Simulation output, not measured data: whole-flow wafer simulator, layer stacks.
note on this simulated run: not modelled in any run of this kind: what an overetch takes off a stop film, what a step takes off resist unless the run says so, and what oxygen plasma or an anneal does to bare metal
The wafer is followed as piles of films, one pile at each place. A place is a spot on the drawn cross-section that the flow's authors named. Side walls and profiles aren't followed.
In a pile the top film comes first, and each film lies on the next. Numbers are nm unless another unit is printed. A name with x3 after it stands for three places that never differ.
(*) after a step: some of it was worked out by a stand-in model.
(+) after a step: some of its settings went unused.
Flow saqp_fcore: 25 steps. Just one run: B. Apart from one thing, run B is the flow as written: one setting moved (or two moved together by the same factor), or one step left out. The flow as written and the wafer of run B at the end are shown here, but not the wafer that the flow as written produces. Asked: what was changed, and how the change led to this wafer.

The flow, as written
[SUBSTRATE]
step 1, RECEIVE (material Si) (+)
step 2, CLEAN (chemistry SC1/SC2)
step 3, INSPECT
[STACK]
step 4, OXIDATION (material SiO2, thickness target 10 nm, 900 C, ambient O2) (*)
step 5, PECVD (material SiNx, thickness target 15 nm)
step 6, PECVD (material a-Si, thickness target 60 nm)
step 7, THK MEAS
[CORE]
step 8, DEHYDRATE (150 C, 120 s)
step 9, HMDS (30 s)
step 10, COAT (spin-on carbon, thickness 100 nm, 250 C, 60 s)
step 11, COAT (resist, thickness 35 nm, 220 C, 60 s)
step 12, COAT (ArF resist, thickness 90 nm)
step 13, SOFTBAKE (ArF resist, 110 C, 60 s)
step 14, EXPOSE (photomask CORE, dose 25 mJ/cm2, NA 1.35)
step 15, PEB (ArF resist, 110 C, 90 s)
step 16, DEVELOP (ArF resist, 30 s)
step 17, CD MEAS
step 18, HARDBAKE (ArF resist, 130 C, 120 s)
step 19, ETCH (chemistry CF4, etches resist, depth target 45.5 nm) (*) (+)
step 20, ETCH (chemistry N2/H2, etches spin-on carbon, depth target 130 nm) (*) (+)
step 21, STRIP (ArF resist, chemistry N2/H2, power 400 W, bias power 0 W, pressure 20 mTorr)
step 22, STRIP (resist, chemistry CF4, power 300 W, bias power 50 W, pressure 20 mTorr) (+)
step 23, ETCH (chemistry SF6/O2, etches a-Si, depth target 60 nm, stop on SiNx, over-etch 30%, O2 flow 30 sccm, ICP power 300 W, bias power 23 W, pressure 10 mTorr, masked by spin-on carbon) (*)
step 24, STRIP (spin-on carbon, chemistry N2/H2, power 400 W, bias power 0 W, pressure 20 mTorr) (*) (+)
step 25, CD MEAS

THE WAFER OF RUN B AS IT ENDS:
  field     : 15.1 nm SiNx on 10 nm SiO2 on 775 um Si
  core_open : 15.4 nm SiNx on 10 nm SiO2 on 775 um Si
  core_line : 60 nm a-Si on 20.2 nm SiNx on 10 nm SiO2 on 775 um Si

Cause: step 5, PECVD: thickness target 20.2 nm was run, though the flow has thickness target 15 nm.
One can read it off the wafer: core_line has SiNx 20.2, and step 5 as written asks for 15 nm.

Step by step, how the change led to this:
  step 5, PECVD (material SiNx, thickness target 15 nm)
      field, core_open, core_line: +20.2 SiNx (new film) (as written it would have been: +15 SiNx (new film))
